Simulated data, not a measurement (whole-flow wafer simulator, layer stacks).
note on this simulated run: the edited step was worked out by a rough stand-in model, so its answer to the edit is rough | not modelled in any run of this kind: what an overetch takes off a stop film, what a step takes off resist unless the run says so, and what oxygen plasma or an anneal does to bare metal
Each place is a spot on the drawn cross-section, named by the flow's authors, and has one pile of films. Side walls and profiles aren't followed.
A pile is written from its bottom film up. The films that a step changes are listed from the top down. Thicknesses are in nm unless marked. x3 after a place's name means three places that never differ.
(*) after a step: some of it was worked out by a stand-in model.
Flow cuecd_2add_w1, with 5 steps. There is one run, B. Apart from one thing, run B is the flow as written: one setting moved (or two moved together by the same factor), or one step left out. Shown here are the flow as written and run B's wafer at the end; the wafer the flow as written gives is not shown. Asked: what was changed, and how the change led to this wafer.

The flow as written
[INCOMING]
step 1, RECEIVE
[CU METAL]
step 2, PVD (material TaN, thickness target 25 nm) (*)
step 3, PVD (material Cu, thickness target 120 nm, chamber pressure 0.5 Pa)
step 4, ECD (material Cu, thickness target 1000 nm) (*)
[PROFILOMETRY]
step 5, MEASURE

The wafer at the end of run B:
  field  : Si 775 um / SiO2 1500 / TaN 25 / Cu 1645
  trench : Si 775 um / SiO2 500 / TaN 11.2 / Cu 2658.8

Cause: step 4, ECD: thickness target 1525 nm was run, whereas the flow has thickness target 1000 nm.

Step by step, how the change led to this:
  step 4, ECD (material Cu, thickness target 1000 nm) (*)
      field: +1525 Cu (in the flow as written it would be: +1000 Cu)
      trench: +2605.2 Cu (in the flow as written it would be: +2080.2 Cu)
